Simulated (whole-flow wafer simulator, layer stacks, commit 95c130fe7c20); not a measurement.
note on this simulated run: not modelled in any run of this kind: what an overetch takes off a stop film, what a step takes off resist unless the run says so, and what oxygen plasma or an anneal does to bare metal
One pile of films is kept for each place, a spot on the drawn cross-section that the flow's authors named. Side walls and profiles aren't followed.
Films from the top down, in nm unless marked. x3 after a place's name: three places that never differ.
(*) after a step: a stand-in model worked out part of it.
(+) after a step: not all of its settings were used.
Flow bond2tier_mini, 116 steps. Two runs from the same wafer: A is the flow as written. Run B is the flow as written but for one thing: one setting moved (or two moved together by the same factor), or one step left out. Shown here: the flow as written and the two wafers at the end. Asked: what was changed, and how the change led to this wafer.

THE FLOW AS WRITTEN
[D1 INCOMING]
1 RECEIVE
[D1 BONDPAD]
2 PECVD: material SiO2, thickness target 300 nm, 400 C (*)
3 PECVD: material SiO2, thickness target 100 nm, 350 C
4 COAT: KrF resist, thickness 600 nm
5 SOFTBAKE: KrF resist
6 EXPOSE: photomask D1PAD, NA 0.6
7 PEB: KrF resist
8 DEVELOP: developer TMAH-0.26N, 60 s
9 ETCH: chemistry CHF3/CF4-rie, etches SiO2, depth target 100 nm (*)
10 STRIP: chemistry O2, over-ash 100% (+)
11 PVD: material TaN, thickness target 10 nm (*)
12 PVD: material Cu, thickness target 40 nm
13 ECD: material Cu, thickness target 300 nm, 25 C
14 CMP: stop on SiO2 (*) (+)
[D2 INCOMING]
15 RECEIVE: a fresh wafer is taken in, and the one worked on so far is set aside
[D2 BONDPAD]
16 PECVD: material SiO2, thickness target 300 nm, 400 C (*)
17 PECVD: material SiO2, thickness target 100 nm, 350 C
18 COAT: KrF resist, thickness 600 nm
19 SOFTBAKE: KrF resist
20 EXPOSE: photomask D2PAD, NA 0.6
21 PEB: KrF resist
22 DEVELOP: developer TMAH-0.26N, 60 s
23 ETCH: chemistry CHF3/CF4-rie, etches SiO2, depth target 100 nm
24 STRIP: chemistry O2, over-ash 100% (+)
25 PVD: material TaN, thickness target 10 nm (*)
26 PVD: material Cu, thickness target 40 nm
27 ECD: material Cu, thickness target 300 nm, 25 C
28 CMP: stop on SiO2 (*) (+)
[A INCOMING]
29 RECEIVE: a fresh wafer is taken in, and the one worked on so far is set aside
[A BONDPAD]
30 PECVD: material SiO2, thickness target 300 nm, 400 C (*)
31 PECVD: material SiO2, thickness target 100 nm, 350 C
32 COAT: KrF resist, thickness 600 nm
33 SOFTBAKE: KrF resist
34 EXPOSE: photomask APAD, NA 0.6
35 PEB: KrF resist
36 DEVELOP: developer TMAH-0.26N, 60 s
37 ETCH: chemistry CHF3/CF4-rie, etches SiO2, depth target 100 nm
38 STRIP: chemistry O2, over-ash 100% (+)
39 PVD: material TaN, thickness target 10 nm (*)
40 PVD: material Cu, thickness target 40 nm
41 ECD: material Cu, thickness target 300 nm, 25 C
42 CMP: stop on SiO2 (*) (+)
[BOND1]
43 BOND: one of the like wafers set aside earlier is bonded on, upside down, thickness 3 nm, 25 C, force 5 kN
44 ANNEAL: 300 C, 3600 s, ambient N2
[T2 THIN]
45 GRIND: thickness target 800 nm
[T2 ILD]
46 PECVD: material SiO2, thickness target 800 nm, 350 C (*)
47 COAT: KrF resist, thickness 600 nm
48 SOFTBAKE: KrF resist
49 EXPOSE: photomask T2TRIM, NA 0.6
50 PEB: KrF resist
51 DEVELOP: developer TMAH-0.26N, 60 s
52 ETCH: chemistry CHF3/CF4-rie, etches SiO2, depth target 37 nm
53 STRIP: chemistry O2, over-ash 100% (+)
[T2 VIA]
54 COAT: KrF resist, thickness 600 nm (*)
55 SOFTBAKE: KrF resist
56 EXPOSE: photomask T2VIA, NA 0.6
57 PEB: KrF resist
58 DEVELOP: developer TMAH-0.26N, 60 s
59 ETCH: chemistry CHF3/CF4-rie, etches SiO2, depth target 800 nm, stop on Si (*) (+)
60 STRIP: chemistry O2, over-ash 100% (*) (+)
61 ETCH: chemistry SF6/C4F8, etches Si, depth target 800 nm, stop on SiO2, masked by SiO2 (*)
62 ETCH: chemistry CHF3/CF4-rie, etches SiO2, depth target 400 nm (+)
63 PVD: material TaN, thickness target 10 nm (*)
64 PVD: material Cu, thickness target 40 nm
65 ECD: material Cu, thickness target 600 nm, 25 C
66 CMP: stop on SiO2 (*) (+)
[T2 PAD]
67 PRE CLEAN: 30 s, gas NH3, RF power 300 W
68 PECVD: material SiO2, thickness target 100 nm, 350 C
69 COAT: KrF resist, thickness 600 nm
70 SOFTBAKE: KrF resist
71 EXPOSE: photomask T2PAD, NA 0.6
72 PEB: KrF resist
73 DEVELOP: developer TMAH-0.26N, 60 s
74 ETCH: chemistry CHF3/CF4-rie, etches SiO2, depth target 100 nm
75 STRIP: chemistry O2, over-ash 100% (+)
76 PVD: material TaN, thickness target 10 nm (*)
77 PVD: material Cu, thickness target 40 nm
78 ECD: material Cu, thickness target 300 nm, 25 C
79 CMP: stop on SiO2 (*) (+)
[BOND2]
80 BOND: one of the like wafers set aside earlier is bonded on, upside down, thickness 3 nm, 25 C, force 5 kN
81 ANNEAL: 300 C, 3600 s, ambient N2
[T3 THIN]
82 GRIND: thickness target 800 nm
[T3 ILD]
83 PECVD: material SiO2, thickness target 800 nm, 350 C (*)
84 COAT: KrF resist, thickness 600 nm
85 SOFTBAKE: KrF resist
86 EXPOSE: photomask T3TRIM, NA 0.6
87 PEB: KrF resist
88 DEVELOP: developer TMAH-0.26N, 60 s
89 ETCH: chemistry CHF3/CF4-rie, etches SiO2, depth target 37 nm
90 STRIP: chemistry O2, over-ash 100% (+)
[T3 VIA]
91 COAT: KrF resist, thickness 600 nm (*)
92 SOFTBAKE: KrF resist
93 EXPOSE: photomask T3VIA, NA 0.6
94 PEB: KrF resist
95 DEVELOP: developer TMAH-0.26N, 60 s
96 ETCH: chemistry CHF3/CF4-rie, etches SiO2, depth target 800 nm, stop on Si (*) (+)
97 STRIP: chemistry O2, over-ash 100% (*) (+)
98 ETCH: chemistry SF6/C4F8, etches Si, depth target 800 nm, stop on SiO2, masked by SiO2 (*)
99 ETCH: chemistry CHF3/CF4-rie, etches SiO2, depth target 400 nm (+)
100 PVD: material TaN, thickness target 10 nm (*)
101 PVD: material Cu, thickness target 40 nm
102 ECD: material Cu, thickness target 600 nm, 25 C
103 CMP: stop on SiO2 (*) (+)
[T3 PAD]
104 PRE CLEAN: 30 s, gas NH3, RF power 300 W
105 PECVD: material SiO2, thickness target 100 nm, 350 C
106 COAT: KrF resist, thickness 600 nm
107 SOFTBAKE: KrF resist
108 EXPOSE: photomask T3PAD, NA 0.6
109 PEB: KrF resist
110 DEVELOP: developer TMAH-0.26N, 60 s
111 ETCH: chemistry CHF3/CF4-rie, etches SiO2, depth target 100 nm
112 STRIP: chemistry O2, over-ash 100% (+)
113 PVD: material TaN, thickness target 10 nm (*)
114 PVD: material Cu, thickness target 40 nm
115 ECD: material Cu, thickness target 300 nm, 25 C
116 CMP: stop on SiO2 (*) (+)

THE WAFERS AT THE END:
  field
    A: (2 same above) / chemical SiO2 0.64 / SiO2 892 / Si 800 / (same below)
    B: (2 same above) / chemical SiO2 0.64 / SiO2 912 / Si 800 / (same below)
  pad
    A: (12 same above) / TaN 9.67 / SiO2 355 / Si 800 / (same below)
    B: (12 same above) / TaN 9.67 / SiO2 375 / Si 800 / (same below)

The cause: step 62, ETCH: depth target 380 nm was run, where the flow has depth target 400 nm.

How the change led to this, step by step:
  62 ETCH: chemistry CHF3/CF4-rie, etches SiO2, depth target 400 nm (+)
      field, pad: A SiO2 -400 | B SiO2 -380
